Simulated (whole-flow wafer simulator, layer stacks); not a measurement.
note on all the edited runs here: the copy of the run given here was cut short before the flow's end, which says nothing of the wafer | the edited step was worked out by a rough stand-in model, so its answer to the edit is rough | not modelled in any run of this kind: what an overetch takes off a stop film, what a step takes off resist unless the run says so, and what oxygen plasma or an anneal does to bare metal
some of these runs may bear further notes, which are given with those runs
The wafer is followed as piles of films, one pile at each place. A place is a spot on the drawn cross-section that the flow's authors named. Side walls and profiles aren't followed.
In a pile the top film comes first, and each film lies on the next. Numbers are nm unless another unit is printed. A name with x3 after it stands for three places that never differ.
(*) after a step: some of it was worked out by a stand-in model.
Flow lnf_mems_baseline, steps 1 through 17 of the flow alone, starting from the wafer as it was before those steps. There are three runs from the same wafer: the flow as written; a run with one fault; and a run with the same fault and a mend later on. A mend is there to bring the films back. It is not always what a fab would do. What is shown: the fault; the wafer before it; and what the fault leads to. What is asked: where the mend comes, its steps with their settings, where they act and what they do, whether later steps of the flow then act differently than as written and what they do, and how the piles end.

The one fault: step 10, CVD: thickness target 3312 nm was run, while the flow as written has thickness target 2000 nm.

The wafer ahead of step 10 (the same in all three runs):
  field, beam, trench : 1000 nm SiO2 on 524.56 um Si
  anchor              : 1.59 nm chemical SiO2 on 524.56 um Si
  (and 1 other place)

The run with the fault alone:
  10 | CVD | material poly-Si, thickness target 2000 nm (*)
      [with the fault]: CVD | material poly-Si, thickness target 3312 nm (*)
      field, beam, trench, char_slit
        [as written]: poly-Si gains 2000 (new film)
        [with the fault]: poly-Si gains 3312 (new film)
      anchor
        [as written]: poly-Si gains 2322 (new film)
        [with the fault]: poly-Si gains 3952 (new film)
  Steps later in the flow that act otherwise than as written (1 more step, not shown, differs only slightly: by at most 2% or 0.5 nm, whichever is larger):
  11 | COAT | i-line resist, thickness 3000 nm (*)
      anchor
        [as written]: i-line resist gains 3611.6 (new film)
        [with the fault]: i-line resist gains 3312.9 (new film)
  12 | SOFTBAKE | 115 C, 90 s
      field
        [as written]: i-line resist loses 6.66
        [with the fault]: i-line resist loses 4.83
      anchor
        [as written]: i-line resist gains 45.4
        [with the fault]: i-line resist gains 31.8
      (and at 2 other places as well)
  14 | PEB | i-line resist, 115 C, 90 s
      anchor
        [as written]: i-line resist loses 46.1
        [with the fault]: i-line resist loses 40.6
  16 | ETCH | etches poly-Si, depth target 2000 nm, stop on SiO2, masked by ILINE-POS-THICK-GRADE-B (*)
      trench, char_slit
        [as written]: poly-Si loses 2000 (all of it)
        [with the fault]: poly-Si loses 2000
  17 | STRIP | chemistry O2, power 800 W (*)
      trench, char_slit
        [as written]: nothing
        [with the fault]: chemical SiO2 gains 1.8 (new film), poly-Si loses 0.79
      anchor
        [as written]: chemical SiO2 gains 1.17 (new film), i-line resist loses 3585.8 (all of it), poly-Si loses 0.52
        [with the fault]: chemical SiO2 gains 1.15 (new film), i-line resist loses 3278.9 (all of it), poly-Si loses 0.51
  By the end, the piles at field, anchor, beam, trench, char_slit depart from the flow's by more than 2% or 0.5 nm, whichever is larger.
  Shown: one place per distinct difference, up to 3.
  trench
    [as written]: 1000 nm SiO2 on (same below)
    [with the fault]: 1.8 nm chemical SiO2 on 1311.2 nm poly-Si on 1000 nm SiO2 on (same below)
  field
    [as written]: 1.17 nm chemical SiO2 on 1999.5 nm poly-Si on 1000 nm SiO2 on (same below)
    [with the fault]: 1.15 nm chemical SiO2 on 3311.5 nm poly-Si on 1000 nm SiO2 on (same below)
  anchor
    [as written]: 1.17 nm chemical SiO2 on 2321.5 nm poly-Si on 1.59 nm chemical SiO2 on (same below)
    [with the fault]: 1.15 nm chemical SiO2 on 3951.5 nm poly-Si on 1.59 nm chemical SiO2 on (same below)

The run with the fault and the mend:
  The mend follows step 10.
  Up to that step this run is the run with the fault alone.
  10a | ETCH | chemistry tmah, depth target 4453 nm
      field, beam, trench, char_slit
        poly-Si loses 3312 (all of it)
      anchor
        poly-Si loses 3952 (all of it)
  10b | CLEAN | chemistry SC1/SC2 (the flow's step 1, run once more)
      alters no film at any place that is followed
  10c | CVD | material poly-Si, thickness target 2000 nm (*) (the flow's step 10, run once more)
      field, beam, trench, char_slit
        poly-Si gains 2000 (new film)
      anchor
        poly-Si gains 2322 (new film)
  Later steps of the flow that are run all act as written at every place that is followed.
  By the end, the piles equal the flow's at every place that both follow.
